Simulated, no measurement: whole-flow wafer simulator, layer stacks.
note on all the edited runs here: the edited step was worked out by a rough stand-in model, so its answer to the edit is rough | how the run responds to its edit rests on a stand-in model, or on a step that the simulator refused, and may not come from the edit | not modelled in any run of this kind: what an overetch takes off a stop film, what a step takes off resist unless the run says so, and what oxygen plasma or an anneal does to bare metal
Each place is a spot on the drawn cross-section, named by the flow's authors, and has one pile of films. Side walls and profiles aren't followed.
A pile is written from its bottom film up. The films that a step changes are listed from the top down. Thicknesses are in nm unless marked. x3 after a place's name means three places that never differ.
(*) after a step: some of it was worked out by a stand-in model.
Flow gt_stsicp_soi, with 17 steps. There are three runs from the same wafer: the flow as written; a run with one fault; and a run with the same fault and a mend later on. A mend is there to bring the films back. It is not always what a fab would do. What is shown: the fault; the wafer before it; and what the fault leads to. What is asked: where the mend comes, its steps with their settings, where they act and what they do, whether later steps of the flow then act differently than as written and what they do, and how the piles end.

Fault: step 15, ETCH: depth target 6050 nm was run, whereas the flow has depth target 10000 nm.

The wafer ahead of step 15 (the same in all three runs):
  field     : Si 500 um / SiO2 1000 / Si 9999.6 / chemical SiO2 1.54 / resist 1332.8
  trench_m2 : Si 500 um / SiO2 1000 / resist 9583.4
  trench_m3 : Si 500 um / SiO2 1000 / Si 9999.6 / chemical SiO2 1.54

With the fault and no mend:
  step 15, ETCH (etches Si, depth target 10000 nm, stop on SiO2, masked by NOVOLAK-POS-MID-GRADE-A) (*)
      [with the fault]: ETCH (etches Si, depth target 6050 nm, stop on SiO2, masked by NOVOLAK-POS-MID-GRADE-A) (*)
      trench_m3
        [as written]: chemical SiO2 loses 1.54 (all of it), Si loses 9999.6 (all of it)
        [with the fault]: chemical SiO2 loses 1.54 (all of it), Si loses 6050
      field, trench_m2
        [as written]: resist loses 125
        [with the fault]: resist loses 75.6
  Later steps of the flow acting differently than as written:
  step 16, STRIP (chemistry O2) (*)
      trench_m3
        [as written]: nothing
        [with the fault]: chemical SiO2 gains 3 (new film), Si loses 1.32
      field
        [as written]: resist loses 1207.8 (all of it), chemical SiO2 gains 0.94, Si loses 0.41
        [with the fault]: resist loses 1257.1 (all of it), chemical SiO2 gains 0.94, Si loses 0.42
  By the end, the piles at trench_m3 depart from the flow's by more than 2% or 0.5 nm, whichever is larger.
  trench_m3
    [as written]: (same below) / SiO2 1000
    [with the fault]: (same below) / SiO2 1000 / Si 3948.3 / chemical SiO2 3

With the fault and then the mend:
  The mend stands after step 15.
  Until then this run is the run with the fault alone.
  step 15a, ETCH (etches Si, depth target 3950 nm, stop on SiO2, masked by NOVOLAK-POS-MID-GRADE-A) (*) (the flow's step 15 again, with other settings)
      field, trench_m2
        resist loses 49.4
      trench_m3
        Si loses 3949.6 (all of it)
  Every later step of the flow that is run acts as written at every place that is followed.
  By the end, the piles equal the flow's at every place that both follow.
